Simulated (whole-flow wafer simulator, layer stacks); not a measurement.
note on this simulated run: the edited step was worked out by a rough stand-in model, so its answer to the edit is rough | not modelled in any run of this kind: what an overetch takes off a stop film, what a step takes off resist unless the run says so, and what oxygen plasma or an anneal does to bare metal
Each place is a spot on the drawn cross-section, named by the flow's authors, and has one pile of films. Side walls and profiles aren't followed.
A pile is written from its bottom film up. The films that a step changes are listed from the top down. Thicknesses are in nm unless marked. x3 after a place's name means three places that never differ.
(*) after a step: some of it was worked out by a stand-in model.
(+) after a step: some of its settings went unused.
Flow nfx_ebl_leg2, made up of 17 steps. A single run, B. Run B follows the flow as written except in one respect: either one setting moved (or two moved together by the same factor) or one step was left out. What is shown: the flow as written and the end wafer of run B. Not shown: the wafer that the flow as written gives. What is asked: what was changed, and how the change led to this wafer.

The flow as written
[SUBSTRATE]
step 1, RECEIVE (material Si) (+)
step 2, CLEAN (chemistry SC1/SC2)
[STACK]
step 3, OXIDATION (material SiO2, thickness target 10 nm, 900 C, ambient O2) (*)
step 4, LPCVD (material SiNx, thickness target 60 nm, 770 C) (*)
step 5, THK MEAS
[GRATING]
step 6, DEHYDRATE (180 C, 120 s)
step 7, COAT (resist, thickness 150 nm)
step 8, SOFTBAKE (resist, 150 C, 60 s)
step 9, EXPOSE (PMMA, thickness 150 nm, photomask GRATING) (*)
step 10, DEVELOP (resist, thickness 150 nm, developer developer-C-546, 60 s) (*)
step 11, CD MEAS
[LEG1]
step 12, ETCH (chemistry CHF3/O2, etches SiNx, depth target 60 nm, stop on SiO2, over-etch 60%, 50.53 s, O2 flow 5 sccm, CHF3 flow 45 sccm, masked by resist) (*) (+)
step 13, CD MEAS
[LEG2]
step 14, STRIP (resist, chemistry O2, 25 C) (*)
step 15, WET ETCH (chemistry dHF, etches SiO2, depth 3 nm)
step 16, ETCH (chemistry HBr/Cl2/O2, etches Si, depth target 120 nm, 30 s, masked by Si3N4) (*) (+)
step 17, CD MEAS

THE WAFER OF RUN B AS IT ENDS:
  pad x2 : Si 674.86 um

Cause: step 16, ETCH: depth target 132 nm was run, though the flow has depth target 120 nm.

Step by step, how the change led to this:
  step 16, ETCH (chemistry HBr/Cl2/O2, etches Si, depth target 120 nm, 30 s, masked by Si3N4) (*) (+)
      pad x2: Si loses 132 (in the flow as written it would be: Si loses 120)
